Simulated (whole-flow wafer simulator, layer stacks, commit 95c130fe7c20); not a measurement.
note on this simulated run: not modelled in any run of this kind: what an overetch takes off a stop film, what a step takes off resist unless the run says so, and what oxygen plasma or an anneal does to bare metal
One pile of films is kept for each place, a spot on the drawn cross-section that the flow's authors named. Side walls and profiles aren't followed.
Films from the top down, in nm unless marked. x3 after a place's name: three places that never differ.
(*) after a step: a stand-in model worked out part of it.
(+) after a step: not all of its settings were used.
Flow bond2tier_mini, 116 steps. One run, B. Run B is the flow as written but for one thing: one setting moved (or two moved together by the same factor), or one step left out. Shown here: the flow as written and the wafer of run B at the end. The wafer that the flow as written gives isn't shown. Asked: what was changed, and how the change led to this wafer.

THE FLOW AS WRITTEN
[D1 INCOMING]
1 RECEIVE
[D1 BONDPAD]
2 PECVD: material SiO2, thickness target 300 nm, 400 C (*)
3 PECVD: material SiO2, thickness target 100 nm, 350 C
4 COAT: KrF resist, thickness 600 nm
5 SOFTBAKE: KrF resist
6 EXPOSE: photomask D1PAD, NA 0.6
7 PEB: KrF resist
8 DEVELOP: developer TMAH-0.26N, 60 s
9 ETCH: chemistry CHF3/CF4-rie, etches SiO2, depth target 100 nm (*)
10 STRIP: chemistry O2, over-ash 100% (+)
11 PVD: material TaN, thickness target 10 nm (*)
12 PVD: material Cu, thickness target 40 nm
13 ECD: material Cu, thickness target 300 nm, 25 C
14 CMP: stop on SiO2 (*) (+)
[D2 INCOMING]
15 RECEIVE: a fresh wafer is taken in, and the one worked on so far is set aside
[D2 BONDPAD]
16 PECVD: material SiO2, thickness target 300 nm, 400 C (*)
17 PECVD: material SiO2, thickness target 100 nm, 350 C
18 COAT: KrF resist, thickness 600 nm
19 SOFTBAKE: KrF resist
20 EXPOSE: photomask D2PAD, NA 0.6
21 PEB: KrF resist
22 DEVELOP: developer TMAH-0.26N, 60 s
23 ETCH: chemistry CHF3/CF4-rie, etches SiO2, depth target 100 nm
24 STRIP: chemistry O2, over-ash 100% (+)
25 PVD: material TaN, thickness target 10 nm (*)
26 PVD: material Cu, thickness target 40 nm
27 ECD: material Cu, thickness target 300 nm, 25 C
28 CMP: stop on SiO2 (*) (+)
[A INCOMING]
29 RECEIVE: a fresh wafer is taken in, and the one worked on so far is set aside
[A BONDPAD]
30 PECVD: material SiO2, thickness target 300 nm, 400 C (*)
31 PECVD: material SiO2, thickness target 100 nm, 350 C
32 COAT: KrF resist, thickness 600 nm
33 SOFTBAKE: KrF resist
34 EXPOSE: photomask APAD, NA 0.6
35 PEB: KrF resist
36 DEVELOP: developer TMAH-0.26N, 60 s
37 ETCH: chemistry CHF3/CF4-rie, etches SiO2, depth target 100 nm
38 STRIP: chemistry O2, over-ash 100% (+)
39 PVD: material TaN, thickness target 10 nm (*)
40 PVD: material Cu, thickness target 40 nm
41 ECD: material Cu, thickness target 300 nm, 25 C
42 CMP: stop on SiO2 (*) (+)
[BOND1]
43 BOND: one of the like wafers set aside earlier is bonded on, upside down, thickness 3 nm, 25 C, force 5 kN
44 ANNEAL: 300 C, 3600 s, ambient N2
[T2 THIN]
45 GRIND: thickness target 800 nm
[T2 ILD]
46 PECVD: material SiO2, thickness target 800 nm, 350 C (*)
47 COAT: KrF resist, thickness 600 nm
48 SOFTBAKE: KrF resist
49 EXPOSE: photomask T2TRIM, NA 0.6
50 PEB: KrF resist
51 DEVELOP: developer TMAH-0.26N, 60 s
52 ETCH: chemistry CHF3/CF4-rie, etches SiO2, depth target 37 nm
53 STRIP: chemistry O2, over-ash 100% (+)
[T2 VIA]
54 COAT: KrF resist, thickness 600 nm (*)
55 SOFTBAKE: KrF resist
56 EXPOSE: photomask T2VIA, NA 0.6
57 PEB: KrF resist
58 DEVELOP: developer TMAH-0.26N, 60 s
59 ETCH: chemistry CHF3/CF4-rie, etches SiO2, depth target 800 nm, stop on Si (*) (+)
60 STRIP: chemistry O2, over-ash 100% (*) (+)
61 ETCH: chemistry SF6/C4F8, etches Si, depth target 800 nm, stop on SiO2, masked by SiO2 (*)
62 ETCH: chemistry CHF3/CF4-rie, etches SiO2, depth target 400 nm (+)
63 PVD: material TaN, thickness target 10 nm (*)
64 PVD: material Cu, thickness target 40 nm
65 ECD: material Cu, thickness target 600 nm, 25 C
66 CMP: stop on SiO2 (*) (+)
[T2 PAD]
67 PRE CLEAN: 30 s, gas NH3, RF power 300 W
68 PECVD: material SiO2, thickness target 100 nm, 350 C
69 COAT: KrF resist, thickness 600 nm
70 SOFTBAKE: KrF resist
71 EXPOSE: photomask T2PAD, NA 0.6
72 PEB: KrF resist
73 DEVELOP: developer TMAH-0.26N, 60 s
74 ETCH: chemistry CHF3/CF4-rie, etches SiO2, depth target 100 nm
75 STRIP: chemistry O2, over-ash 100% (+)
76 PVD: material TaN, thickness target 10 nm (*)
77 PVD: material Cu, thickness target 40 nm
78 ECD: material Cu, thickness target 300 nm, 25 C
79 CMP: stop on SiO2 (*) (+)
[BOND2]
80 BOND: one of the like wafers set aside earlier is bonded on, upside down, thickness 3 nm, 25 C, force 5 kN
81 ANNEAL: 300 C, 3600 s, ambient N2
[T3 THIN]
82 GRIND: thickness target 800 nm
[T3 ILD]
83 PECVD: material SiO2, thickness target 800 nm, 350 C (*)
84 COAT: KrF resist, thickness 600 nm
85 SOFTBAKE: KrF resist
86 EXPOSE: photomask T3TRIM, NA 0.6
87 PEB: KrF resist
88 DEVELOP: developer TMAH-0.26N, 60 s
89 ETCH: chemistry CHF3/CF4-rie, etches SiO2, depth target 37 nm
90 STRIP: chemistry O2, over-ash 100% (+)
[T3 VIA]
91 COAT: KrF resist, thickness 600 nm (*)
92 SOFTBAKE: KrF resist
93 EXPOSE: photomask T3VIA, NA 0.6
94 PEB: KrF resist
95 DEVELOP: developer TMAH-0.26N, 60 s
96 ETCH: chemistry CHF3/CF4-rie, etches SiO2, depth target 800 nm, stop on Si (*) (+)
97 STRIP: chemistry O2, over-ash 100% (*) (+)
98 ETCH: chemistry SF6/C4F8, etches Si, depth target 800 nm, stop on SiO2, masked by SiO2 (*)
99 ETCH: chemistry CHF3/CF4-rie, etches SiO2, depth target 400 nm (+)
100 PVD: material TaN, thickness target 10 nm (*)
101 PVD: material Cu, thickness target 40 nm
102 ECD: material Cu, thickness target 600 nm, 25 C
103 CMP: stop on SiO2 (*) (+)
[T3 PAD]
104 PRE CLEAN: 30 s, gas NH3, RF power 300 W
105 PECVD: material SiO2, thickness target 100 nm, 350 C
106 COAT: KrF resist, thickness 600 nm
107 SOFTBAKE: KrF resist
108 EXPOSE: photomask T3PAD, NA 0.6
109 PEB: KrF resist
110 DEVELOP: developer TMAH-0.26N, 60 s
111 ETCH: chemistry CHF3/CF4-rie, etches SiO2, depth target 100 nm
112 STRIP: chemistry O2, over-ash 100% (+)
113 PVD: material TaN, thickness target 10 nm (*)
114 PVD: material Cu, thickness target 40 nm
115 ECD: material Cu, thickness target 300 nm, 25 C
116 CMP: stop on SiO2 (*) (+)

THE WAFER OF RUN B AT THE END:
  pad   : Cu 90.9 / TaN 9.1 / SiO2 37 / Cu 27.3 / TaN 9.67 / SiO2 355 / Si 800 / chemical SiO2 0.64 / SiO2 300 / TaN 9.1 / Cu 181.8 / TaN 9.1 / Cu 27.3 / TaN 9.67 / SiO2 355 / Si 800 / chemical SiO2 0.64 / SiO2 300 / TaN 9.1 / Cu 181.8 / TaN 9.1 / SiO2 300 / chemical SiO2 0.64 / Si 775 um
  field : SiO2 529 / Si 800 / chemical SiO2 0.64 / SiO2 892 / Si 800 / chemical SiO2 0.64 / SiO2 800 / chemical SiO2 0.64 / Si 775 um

The cause: step 105, PECVD: thickness target 137 nm was run, where the flow has thickness target 100 nm.

How the change led to this, step by step:
  105 PECVD: material SiO2, thickness target 100 nm, 350 C
      field: SiO2 +137 (as written it would be: SiO2 +100)
      pad: SiO2 +137 (new film) (as written it would be: SiO2 +100 (new film))
  111 ETCH: chemistry CHF3/CF4-rie, etches SiO2, depth target 100 nm
      pad: SiO2 -100 (as written it would be: SiO2 -100 (all of it))
Counting metal films that touch as one body, pad has 4 bodies (between them, from the top down: SiO2 37; SiO2 355 / Si 800 / chemical SiO2 0.64 / SiO2 300; SiO2 355 / Si 800 / chemical SiO2 0.64 / SiO2 300); the flow as written gives 3 bodies (between them, from the top down: SiO2 355 / Si 800 / chemical SiO2 0.64 / SiO2 300; SiO2 355 / Si 800 / chemical SiO2 0.64 / SiO2 300).
